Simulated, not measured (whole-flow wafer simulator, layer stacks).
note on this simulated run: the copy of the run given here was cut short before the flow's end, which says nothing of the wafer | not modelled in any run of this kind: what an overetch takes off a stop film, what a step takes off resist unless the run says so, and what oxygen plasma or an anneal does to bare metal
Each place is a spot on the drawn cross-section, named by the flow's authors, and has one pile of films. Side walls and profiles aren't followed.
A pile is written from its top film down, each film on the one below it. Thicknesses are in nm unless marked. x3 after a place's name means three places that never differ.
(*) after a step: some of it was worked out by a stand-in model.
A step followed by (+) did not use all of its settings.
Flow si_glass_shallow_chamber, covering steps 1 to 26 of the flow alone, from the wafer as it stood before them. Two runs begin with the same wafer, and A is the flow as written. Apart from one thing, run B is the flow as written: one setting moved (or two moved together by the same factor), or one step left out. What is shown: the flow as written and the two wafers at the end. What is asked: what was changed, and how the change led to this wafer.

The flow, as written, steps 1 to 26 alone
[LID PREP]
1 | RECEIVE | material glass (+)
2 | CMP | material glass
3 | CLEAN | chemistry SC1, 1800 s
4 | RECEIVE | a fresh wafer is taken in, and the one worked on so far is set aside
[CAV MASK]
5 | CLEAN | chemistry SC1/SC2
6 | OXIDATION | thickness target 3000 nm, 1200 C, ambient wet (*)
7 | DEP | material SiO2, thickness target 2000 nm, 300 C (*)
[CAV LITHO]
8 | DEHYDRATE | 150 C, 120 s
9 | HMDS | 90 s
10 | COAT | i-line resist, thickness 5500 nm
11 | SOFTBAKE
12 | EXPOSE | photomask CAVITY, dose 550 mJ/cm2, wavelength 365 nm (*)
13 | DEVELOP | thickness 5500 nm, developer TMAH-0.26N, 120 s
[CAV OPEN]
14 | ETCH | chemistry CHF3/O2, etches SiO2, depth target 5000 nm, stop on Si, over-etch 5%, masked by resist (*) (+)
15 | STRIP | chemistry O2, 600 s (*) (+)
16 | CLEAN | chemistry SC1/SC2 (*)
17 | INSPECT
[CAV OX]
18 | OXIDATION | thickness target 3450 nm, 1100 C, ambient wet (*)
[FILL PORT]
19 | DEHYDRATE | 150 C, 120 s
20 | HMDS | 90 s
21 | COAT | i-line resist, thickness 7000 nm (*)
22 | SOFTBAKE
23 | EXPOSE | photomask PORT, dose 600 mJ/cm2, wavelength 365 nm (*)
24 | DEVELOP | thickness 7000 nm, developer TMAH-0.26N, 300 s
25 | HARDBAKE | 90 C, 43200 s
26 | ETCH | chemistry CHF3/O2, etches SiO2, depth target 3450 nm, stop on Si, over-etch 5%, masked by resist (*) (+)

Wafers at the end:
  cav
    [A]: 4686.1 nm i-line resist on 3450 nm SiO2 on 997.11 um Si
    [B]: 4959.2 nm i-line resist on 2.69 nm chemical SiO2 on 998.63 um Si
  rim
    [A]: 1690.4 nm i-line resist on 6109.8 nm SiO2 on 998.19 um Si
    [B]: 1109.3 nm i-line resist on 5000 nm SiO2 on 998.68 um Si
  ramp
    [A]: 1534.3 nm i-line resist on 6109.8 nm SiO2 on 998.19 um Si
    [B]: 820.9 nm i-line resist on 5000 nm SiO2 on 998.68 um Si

Cause: step 18, OXIDATION: thickness target 3450 nm, 1100 C, ambient wet (*), was not run.

Step by step, how the change led to this:
  21 | COAT | i-line resist, thickness 7000 nm (*)
      rim: A +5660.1 i-line resist (new film) | B +5215.6 i-line resist (new film)
      ramp: A +5087.8 i-line resist (new film) | B +4480.4 i-line resist (new film)
      (and at 2 other places as well)
  22 | SOFTBAKE
      rim: A -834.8 i-line resist | B -996.8 i-line resist
      ramp: A -425.6 i-line resist | B -561.4 i-line resist
      (and at 4 other places as well)
  25 | HARDBAKE | 90 C, 43200 s
      rim: A -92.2 i-line resist | B -66.7 i-line resist
      ramp: A -85 i-line resist | B -55.3 i-line resist
      (and at 1 other place as well)
  26 | ETCH | chemistry CHF3/O2, etches SiO2, depth target 3450 nm, stop on Si, over-etch 5%, masked by resist (*) (+)
      port: A -3450 SiO2 (all of it), -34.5 Si | B -2.69 chemical SiO2 (all of it), -724 Si
